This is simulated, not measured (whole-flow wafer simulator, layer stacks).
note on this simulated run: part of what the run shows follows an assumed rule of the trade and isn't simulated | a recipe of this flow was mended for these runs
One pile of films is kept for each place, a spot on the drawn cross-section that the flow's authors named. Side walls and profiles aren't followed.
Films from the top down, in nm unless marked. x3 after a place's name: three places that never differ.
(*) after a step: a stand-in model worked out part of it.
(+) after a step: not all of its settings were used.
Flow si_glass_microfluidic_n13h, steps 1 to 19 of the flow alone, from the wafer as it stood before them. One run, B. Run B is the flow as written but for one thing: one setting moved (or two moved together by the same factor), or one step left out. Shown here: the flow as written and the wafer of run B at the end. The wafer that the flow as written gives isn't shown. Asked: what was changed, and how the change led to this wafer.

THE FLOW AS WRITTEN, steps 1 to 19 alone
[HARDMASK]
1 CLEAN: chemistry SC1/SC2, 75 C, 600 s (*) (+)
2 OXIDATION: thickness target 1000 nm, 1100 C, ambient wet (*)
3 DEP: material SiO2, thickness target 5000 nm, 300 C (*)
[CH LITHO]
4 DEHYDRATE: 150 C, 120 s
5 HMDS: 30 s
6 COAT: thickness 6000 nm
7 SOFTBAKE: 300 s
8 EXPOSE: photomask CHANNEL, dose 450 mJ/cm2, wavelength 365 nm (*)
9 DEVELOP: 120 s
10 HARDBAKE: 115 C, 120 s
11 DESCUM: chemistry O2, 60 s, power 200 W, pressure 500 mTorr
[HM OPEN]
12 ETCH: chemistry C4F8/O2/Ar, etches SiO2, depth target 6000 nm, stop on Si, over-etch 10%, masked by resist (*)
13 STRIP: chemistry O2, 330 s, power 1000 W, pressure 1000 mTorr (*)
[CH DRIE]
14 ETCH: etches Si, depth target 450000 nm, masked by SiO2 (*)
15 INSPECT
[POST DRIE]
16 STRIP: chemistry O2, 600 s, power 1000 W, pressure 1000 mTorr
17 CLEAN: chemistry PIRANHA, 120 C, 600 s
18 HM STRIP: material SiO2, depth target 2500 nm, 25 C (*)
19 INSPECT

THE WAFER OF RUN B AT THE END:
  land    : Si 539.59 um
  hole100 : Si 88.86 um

The cause: step 2, OXIDATION: thickness target 928 nm was run, where the flow has thickness target 1000 nm.

How the change led to this, step by step:
  2 OXIDATION: thickness target 1000 nm, 1100 C, ambient wet (*)
      land, hole100: SiO2 +928 (new film), chemical SiO2 -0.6 (all of it), Si -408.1 (as written it would be: SiO2 +1000 (new film), chemical SiO2 -0.6 (all of it), Si -439.7)
  12 ETCH: chemistry C4F8/O2/Ar, etches SiO2, depth target 6000 nm, stop on Si, over-etch 10%, masked by resist (*)
      hole100: SiO2 -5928 (all of it), Si -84 (as written it would be: SiO2 -6000 (all of it), Si -75)
  18 HM STRIP: material SiO2, depth target 2500 nm, 25 C (*)
      land: SiO2 -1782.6 (all of it) (as written it would be: SiO2 -1854.4 (all of it))
